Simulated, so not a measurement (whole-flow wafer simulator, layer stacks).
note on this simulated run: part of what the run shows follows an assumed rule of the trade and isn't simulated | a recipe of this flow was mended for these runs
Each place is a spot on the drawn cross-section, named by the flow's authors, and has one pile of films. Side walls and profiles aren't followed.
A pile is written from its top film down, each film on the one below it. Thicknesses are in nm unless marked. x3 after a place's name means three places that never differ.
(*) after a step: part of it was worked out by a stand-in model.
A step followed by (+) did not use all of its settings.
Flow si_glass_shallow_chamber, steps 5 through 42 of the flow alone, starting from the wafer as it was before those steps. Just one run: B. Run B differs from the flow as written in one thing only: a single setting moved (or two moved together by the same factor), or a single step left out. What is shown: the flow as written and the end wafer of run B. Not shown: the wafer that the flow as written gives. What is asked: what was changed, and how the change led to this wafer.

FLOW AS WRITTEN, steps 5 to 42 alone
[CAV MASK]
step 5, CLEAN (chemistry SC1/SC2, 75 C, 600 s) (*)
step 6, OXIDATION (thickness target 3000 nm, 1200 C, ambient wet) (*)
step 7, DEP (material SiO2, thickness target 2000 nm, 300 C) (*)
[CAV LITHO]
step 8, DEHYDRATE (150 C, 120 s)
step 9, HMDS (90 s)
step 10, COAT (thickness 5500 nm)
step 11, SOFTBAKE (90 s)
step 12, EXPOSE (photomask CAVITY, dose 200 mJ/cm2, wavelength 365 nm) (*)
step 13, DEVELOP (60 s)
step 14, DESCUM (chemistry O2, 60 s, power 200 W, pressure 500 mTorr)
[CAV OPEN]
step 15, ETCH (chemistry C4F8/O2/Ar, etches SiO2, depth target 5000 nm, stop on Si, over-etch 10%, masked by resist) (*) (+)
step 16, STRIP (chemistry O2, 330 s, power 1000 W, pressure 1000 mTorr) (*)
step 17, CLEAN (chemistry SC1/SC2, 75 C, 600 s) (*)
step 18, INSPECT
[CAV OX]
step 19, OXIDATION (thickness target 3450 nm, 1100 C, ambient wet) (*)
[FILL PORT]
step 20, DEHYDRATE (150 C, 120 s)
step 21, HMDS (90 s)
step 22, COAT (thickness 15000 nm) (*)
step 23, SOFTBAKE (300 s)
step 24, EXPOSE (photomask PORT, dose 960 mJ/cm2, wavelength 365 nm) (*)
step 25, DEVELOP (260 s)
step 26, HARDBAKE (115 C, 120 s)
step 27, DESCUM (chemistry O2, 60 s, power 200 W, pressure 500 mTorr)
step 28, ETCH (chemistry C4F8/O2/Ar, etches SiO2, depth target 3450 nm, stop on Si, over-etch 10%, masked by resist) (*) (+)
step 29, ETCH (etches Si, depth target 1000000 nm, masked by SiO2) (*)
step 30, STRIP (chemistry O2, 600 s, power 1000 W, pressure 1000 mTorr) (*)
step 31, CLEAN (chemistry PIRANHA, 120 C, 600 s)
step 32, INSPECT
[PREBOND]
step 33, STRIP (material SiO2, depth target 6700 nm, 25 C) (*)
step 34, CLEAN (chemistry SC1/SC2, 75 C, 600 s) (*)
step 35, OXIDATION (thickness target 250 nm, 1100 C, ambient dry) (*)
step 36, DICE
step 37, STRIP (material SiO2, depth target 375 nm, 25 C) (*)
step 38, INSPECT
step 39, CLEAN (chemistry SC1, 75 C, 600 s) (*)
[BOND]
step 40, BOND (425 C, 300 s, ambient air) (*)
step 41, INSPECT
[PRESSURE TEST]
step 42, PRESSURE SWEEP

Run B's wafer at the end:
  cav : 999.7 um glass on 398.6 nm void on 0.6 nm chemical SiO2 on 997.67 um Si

What caused this: step 15, ETCH: depth target 2718 nm was run, though the flow has depth target 5000 nm.

Step by step, how the change led to this:
  step 15, ETCH (chemistry C4F8/O2/Ar, etches SiO2, depth target 5000 nm, stop on Si, over-etch 10%, masked by resist) (*) (+)
      cav, port: -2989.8 SiO2 (it would be, as written: -5000 SiO2 (all of it), -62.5 Si)
      rim, ramp, septum, ring: -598 thick-i-line-resist (it would be, as written: -1100 thick-i-line-resist)
  step 16, STRIP (chemistry O2, 330 s, power 1000 W, pressure 1000 mTorr) (*)
      cav, port: nothing (it would be, as written: +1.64 chemical SiO2 (new film), -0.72 Si)
      rim, ramp, septum, ring: -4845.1 thick-i-line-resist (all of it) (it would be, as written: -4343.1 thick-i-line-resist (all of it))
  step 17, CLEAN (chemistry SC1/SC2, 75 C, 600 s) (*)
      cav, port: -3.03 SiO2 (it would be, as written: -1.04 chemical SiO2, -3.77 Si)
  step 19, OXIDATION (thickness target 3450 nm, 1100 C, ambient wet) (*)
      cav, port: +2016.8 SiO2, -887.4 Si (it would be, as written: +3450 SiO2 (new film), -0.6 chemical SiO2 (all of it), -1517.7 Si)
  step 22, COAT (thickness 15000 nm) (*)
      rim: +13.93 um thick-i-line-resist (new film) (it would be, as written: +13.4 um thick-i-line-resist (new film))
      ramp: +13.59 um thick-i-line-resist (new film) (it would be, as written: +12.89 um thick-i-line-resist (new film))
      (as well as at 4 more places)
  step 23, SOFTBAKE (300 s)
      rim: -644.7 thick-i-line-resist (it would be, as written: -997 thick-i-line-resist)
      ramp: -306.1 thick-i-line-resist (it would be, as written: -487.1 thick-i-line-resist)
      (as well as at 4 more places)
  step 25, DEVELOP (260 s)
      port: -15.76 um thick-i-line-resist (all of it) (it would be, as written: -16.16 um thick-i-line-resist (all of it))
  step 26, HARDBAKE (115 C, 120 s)
      rim, ramp: -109 thick-i-line-resist (it would be, as written: -98.2 thick-i-line-resist)
      cav: -138 thick-i-line-resist (it would be, as written: -147.1 thick-i-line-resist)
  step 28, ETCH (chemistry C4F8/O2/Ar, etches SiO2, depth target 3450 nm, stop on Si, over-etch 10%, masked by resist) (*) (+)
      port: -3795 SiO2 (it would be, as written: -3450 SiO2 (all of it), -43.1 Si)
  step 29, ETCH (etches Si, depth target 1000000 nm, masked by SiO2) (*)
      port: +998.02 um hole (new film), -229 SiO2 (all of it), -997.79 um Si (all of it) (it would be, as written: +997.05 um hole (new film), -997.05 um Si (all of it))
      rim: -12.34 um thick-i-line-resist (all of it), -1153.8 SiO2 (it would be, as written: -11.47 um thick-i-line-resist (all of it), -1617.3 SiO2)
      (as well as at 3 more places)
  step 30, STRIP (chemistry O2, 600 s, power 1000 W, pressure 1000 mTorr) (*)
      cav: -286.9 thick-i-line-resist (all of it) (it would be, as written: -669.6 thick-i-line-resist (all of it))
  step 33, STRIP (material SiO2, depth target 6700 nm, 25 C) (*)
      rim: -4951 SiO2 (all of it) (it would be, as written: -4487.5 SiO2 (all of it))
      ramp: -4950.9 SiO2 (all of it) (it would be, as written: -4487.5 SiO2 (all of it))
      (as well as at 1 more place)
  step 40, BOND (425 C, 300 s, ambient air) (*)
      cav: +999.7 um glass (new film), +398.6 void (new film) (it would be, as written: +999.7 um glass (new film), +1095.9 void (new film))
      port: +999.7 um glass (new film), +47.8 hole (it would be, as written: +999.7 um glass (new film), +1017.3 hole)
